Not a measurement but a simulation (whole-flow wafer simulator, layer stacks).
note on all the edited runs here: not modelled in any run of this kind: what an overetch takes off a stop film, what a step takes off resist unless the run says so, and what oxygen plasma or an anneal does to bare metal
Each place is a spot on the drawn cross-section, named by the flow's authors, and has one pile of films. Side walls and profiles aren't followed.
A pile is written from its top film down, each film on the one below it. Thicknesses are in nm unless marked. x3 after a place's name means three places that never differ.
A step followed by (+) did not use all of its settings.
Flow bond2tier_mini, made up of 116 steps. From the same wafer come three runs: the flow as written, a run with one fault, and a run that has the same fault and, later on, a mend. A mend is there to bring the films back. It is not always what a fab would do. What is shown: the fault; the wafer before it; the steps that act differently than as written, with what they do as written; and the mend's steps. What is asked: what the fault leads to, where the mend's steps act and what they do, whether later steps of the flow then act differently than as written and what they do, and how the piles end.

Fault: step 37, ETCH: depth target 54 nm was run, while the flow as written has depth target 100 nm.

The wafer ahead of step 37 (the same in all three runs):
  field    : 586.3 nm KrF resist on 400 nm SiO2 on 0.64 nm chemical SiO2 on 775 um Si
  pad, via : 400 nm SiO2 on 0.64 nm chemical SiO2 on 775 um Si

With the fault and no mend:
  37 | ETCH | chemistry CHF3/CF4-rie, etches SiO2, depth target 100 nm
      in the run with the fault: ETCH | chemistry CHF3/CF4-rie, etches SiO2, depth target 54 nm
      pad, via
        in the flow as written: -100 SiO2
        in the run with the fault: -54 SiO2
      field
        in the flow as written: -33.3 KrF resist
        in the run with the fault: -18 KrF resist
  Later steps of the flow acting differently than as written (1 more step, not shown, differs only slightly: by at most 2% or 0.5 nm, whichever is larger):
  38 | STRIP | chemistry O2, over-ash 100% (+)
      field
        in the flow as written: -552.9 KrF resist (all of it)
        in the run with the fault: -568.3 KrF resist (all of it)
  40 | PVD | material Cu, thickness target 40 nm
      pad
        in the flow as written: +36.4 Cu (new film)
        in the run with the fault: +38 Cu (new film)
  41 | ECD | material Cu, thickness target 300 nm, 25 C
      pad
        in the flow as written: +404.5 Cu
        in the run with the fault: +356.5 Cu
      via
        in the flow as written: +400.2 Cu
        in the run with the fault: +354 Cu
  The piles end different from the flow's at pad by more than 2% or 0.5 nm, whichever is larger.
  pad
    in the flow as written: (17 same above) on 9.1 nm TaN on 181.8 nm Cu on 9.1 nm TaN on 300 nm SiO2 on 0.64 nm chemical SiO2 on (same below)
    in the run with the fault: (17 same above) on 9.1 nm TaN on 135.4 nm Cu on 9.51 nm TaN on 346 nm SiO2 on 0.64 nm chemical SiO2 on (same below)

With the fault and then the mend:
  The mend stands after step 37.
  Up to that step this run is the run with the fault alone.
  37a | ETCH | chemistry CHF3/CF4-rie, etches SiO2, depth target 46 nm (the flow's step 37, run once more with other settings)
      pad, via
        -46 SiO2
      field
        -15.3 KrF resist
  Later steps of the flow that are run all act as written at every place that is followed.
  At every place that both follow, the piles at the end match the flow's.
